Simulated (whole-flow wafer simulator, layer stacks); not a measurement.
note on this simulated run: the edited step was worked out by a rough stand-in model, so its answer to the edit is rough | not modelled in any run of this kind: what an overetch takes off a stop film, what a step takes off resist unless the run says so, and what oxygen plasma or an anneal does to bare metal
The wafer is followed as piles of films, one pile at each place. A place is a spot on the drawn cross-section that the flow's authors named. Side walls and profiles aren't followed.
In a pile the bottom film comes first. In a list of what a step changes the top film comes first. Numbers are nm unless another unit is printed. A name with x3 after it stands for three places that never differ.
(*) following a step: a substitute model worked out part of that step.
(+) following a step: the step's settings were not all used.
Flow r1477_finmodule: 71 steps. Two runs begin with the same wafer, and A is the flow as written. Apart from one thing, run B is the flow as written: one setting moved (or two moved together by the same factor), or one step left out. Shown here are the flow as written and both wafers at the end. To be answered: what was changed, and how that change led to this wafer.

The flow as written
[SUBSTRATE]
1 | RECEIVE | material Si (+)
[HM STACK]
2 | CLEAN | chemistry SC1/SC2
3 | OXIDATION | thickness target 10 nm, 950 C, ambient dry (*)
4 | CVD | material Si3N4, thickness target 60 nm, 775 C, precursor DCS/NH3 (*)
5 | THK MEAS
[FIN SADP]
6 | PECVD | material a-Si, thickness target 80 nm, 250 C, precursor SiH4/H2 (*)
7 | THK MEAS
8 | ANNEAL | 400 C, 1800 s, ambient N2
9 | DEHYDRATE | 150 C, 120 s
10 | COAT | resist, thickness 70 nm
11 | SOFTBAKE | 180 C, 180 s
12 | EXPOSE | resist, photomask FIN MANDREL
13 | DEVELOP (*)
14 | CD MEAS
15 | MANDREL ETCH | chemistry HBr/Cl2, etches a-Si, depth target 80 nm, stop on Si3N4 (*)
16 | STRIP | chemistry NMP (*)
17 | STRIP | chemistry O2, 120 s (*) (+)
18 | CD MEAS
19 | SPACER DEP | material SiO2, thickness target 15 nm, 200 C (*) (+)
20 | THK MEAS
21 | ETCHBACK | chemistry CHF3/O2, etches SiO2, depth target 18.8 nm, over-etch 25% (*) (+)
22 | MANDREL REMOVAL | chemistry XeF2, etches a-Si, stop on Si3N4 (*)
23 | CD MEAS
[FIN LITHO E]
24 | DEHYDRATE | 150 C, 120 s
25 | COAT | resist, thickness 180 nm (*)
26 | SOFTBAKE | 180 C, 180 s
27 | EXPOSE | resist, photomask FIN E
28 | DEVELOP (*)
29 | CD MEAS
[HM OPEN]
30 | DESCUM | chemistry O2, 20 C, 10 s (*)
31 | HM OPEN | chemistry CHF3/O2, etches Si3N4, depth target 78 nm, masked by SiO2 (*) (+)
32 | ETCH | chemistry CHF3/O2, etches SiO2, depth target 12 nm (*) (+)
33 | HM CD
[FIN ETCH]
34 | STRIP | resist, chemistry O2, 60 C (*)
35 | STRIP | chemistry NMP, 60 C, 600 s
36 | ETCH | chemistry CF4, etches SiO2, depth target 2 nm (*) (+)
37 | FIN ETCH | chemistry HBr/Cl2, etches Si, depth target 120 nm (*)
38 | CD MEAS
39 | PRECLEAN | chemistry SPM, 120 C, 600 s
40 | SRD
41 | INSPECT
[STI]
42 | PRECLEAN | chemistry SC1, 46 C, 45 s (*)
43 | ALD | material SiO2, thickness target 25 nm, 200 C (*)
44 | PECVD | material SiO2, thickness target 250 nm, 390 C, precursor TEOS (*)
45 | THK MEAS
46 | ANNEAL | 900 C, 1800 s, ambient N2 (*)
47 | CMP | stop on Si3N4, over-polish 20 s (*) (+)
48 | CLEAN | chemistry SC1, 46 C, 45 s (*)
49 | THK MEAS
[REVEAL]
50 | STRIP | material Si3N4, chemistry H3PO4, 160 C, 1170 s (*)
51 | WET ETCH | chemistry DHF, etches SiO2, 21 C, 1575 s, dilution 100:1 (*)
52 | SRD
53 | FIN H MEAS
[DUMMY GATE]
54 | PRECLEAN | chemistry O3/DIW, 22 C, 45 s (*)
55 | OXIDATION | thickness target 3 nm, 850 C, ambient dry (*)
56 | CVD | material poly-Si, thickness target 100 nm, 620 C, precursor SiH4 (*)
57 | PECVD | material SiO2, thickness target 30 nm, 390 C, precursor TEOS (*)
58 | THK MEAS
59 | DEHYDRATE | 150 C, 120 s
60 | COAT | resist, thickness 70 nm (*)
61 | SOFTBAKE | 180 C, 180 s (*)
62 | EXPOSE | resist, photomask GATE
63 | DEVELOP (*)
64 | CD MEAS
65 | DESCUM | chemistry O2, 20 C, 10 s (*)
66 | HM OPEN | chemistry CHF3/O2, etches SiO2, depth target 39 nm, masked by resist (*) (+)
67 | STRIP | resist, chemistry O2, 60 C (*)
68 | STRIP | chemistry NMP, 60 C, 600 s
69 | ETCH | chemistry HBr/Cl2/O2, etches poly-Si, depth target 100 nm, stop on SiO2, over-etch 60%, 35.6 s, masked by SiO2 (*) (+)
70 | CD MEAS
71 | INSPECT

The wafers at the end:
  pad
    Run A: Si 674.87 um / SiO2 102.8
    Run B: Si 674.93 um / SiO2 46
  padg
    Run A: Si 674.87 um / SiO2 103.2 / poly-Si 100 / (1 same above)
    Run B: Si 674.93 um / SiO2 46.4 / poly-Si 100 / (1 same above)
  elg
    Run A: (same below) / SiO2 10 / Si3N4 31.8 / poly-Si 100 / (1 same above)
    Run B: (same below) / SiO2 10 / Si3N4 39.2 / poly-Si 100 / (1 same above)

Cause: step 37, FIN ETCH: depth target 63 nm was run, whereas the flow has depth target 120 nm.

The path from the change to this, step by step:
  37 | FIN ETCH | chemistry HBr/Cl2, etches Si, depth target 120 nm (*)
      pad, padg, esg and 19 more: A -120 Si | B -63 Si
      elg, e40lg, e100lg, e200lg, elo, e40lo, e100lo, e200lo: A -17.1 Si3N4 | B -9 Si3N4
      (as well as at 6 more places)
  43 | ALD | material SiO2, thickness target 25 nm, 200 C (*)
      s40cg, s45cg, s50cg, s40co, s45co, s50co: A +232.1 SiO2 (new film) | B +179.5 SiO2 (new film)
      esg: A +194.3 SiO2 (new film) | B +145.4 SiO2 (new film)
  47 | CMP | stop on Si3N4, over-polish 20 s (*) (+)
      pad, padg, e40sg and 11 more: A -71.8 SiO2 | B -128.8 SiO2
      elg, e40lg, e100lg, e200lg, elo, e40lo, e100lo, e200lo: A -241.6 SiO2 | B -249.7 SiO2
      (as well as at 2 more places)
  51 | WET ETCH | chemistry DHF, etches SiO2, 21 C, 1575 s, dilution 100:1 (*)
      elg, e40lg, e100lg, e200lg, elo, e40lo, e100lo, e200lo: A -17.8 SiO2 (all of it), -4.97 Si3N4 | B -9.71 SiO2 (all of it), -5.63 Si3N4
  56 | CVD | material poly-Si, thickness target 100 nm, 620 C, precursor SiH4 (*)
      esg: A +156 poly-Si (new film) | B +163.4 poly-Si (new film)
  60 | COAT | resist, thickness 70 nm (*)
      e40sg, eso, e40so: A +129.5 resist (new film) | B +136.5 resist (new film)
      e100sg, e100so: A +129.4 resist (new film) | B +136.4 resist (new film)
      (as well as at 2 more places)
  63 | DEVELOP (*)
      eso, e40so: A -129.5 resist (all of it) | B -136.5 resist (all of it)
      e100so: A -129.4 resist (all of it) | B -136.4 resist (all of it)
      (as well as at 1 more place)
  67 | STRIP | resist, chemistry O2, 60 C (*)
      e40sg: A -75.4 resist (all of it) | B -82.4 resist (all of it)
      e100sg: A -75.3 resist (all of it) | B -82.3 resist (all of it)
      (as well as at 1 more place)
